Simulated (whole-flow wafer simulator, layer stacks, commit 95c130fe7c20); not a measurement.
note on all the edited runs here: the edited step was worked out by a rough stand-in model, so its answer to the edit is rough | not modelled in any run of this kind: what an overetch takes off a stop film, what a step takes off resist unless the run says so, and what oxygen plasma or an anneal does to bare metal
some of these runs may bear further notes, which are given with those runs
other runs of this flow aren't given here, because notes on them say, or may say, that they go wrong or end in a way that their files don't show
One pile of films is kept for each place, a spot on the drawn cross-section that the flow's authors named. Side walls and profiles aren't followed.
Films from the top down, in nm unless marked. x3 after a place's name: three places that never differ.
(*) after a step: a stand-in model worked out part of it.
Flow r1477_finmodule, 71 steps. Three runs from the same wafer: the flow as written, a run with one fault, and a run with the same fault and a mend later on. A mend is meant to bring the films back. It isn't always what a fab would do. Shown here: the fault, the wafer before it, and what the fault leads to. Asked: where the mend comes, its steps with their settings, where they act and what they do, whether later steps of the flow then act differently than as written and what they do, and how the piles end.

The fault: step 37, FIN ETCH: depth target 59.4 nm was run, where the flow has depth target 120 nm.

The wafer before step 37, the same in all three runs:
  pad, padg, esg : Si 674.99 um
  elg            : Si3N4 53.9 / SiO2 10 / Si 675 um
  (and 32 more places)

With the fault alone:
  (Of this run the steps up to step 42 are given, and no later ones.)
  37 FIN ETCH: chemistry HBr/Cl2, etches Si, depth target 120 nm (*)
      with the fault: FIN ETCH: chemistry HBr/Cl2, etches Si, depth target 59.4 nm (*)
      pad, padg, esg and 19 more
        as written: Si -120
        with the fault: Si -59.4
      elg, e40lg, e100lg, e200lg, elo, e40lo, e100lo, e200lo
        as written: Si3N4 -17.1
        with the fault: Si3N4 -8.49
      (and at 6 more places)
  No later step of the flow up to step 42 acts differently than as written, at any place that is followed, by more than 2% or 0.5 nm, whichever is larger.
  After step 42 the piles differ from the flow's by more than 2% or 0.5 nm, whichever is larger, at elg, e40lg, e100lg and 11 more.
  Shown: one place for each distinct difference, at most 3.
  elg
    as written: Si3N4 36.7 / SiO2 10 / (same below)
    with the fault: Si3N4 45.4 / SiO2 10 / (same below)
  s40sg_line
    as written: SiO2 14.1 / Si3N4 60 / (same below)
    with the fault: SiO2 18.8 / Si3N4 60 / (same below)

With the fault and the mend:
  The mend comes after step 38.
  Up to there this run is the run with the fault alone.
  38a FIN ETCH: chemistry HBr/Cl2, etches Si, depth target 60.6 nm (*) (the flow's step 37 once more, with other settings)
      pad, padg, esg and 19 more
        Si -60.6
      elg, e40lg, e100lg, e200lg, elo, e40lo, e100lo, e200lo
        Si3N4 -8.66
      s40sg_line, s45sg_line, s50sg_line, s40so_line, s45so_line, s50so_line
        SiO2 -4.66
  No later step of the flow acts differently than as written at any place that is followed.
  At the end the piles are the same as the flow's at every place that both follow.
